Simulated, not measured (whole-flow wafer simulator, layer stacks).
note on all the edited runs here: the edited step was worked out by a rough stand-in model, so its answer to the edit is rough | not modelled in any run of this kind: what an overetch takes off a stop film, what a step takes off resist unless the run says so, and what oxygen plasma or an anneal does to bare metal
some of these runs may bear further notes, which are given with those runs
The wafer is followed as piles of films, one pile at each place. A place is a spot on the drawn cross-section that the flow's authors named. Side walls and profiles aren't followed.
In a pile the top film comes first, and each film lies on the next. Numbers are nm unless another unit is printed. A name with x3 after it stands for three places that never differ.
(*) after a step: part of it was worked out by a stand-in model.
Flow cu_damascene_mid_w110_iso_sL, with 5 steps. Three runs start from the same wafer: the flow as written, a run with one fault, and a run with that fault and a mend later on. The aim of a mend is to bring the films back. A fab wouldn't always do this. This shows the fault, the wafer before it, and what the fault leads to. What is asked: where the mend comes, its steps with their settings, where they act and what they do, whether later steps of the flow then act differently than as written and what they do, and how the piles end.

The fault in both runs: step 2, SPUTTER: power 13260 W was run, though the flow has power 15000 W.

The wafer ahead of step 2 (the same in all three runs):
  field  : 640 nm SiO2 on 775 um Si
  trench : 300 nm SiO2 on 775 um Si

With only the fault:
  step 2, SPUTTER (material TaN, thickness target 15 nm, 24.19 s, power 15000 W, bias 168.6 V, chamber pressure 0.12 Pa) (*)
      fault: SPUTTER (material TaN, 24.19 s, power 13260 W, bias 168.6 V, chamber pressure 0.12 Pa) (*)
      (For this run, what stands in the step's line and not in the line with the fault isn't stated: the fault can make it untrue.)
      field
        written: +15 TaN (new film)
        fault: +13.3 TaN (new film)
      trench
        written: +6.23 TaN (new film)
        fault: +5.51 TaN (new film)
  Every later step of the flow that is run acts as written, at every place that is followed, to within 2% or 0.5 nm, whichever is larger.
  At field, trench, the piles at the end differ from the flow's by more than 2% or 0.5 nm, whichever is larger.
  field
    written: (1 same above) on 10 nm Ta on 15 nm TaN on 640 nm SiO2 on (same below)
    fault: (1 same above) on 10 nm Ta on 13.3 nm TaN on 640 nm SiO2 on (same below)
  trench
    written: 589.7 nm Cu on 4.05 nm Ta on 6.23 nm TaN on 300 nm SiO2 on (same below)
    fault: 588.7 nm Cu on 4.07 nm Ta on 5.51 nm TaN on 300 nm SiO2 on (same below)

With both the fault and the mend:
  The mend follows step 2.
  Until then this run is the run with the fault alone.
  step 2a, SPUTTER (material TaN, thickness target 1.742 nm, 2.81 s, power 15000 W, bias 168.6 V, chamber pressure 0.12 Pa) (*) (the flow's step 2, run once more with other settings)
      field
        +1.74 TaN
      trench
        +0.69 TaN
  Every later step of the flow that is run acts as written at every place that is followed.
  At the end the piles are close to the flow's at the places that both follow, differing by at most 2% or 0.5 nm, whichever is larger.
